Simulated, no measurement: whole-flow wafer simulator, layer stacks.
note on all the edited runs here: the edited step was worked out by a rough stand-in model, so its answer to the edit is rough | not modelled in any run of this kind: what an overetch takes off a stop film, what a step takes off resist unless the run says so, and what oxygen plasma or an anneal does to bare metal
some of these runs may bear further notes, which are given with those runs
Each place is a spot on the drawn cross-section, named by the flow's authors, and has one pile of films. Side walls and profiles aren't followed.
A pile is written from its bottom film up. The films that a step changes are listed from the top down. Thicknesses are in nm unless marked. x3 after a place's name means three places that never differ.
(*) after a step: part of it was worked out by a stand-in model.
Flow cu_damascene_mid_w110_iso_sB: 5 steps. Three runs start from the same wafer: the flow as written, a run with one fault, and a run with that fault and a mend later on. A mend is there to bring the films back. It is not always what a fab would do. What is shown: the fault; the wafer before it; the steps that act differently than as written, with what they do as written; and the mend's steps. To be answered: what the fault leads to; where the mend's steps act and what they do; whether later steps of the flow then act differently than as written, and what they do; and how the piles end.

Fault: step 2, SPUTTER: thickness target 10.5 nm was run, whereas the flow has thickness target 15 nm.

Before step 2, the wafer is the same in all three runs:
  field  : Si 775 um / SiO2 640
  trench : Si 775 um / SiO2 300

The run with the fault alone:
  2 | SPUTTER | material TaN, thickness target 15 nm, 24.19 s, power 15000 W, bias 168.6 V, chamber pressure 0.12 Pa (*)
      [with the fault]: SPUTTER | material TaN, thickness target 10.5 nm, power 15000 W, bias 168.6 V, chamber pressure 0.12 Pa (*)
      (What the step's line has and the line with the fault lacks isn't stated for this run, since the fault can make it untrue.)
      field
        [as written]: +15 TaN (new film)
        [with the fault]: +10.5 TaN (new film)
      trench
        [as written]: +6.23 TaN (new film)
        [with the fault]: +4.36 TaN (new film)
  Every later step of the flow that is run acts as written, at every place that is followed, to within 2% or 0.5 nm, whichever is larger.
  The piles end different from the flow's at field, trench by more than 2% or 0.5 nm, whichever is larger.
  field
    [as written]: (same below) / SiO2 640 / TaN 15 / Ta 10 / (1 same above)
    [with the fault]: (same below) / SiO2 640 / TaN 10.5 / Ta 10 / (1 same above)
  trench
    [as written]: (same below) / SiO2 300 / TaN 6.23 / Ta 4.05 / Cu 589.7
    [with the fault]: (same below) / SiO2 300 / TaN 4.36 / Ta 4.1 / Cu 587

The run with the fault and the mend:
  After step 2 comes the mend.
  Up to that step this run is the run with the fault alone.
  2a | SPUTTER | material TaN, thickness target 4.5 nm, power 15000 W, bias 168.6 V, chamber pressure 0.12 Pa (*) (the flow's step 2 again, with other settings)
      field
        +4.5 TaN
      trench
        +1.8 TaN
  Every later step of the flow that is run acts as written, at every place that is followed, to within 2% or 0.5 nm, whichever is larger.
  When the end is reached, the piles differ only a little from the flow's at the places that both follow, at most by 2% or 0.5 nm, whichever is larger.
